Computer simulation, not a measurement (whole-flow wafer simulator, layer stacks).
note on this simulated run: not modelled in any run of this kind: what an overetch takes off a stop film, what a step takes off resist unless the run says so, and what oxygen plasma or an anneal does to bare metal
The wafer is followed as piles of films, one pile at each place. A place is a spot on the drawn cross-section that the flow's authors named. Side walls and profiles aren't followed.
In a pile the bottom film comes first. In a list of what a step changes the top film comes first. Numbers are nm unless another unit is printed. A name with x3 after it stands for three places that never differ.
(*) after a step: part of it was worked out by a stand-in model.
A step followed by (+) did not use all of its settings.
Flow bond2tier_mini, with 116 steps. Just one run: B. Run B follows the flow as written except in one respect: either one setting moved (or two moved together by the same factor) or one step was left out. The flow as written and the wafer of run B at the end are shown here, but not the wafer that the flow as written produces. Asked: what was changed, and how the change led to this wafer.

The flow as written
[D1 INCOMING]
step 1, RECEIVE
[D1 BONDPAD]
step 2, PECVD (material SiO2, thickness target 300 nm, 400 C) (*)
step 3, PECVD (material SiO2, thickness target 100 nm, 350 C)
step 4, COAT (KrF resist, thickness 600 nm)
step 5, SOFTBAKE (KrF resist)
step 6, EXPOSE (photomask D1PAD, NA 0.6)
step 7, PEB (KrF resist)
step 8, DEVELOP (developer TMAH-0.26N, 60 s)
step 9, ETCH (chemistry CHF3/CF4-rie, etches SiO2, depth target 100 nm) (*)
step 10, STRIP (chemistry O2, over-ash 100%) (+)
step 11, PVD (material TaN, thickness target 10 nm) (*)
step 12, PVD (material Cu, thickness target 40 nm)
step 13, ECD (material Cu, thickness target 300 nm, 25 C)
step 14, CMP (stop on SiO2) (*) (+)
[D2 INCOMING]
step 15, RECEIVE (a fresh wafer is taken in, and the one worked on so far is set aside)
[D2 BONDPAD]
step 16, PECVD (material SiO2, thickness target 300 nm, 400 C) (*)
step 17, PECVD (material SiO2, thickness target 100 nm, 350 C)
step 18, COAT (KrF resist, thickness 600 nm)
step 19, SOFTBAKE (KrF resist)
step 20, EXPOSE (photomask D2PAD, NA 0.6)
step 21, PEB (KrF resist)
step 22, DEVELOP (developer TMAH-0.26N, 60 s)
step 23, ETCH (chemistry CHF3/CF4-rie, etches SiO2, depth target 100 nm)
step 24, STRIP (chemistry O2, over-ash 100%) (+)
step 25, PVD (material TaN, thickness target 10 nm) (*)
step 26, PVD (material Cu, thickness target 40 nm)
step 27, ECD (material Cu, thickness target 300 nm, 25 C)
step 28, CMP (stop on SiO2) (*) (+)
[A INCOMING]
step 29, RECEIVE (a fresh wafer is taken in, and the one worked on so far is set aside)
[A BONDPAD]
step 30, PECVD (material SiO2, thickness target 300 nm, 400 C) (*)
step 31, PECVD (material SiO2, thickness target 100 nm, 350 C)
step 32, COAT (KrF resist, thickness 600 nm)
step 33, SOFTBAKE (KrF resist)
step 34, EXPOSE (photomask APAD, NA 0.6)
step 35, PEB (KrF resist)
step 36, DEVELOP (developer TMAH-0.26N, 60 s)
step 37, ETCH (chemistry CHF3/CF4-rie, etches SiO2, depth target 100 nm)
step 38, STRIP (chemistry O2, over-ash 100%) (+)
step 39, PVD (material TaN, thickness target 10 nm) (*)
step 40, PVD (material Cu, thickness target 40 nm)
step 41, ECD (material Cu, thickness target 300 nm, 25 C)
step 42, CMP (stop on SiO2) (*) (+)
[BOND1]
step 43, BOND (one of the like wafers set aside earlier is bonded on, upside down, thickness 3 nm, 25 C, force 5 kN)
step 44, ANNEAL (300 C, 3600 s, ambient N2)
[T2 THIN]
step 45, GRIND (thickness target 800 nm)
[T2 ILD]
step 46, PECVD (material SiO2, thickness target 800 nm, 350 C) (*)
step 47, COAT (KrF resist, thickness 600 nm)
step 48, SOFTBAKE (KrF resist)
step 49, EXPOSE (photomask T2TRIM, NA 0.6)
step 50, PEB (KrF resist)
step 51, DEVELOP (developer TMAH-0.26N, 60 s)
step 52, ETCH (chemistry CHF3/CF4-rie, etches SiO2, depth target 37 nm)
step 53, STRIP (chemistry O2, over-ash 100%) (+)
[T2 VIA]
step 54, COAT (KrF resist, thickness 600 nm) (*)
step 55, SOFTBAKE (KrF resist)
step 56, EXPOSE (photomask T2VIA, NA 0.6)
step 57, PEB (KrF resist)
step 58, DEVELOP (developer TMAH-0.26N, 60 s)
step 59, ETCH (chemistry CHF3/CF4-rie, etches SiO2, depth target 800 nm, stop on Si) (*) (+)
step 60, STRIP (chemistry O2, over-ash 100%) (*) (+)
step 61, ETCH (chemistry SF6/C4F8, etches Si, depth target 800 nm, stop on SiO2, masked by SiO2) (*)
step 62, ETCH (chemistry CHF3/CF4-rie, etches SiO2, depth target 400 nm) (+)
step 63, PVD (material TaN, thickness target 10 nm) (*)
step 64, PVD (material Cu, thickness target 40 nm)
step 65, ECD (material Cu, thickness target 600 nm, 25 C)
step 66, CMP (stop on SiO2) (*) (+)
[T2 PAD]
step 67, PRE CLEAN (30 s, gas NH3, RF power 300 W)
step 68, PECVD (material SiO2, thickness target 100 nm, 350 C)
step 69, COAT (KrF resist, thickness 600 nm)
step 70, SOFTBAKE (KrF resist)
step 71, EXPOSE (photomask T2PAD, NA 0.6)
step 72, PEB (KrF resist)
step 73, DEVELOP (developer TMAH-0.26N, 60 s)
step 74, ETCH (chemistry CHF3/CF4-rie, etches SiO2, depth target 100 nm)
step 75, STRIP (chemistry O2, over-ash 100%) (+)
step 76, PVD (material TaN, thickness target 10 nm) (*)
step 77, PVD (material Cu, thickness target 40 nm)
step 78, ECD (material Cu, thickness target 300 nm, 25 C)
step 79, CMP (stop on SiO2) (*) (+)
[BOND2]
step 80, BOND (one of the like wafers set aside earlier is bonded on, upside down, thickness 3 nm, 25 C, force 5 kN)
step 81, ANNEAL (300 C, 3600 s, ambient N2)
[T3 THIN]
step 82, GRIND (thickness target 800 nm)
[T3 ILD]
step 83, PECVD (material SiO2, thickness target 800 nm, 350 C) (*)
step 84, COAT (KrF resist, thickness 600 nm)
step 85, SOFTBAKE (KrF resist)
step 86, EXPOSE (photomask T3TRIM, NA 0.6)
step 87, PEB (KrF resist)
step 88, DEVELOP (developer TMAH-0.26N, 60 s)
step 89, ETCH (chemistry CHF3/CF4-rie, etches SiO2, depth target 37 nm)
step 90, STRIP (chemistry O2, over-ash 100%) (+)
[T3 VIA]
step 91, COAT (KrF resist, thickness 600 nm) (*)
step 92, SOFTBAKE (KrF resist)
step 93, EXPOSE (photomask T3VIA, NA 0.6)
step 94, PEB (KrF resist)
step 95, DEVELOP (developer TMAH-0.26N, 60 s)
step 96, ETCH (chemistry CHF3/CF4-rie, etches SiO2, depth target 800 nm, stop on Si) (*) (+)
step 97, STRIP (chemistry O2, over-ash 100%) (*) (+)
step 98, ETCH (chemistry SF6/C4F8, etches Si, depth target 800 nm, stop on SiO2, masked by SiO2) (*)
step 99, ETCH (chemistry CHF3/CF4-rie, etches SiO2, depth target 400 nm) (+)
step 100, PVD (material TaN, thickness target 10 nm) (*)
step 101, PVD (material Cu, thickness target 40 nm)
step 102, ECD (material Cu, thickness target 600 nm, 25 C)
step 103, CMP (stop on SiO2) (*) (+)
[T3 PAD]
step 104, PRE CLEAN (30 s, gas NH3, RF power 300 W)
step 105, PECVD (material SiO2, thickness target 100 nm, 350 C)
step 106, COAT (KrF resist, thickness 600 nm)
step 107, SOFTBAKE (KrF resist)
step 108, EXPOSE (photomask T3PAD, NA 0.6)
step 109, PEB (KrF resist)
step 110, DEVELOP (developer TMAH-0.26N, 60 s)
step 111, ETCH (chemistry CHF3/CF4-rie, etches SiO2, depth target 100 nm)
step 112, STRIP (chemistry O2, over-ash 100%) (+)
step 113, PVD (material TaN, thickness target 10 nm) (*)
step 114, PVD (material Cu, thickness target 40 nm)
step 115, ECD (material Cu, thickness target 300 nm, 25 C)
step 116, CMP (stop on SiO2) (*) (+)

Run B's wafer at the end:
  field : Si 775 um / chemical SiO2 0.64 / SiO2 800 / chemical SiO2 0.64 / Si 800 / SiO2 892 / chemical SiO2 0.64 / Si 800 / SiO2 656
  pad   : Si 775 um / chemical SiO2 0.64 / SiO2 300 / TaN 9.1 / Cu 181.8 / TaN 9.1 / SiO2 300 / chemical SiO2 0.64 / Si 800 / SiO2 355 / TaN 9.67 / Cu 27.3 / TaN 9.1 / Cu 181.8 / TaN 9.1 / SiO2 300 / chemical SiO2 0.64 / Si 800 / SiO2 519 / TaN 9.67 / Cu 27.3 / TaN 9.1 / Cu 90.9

Cause: step 99, ETCH: depth target 236 nm was run, while the flow as written has depth target 400 nm.

How this came from the change, step by step:
  step 99, ETCH (chemistry CHF3/CF4-rie, etches SiO2, depth target 400 nm) (+)
      field, pad: SiO2 loses 236 (it would be, as written: SiO2 loses 400)
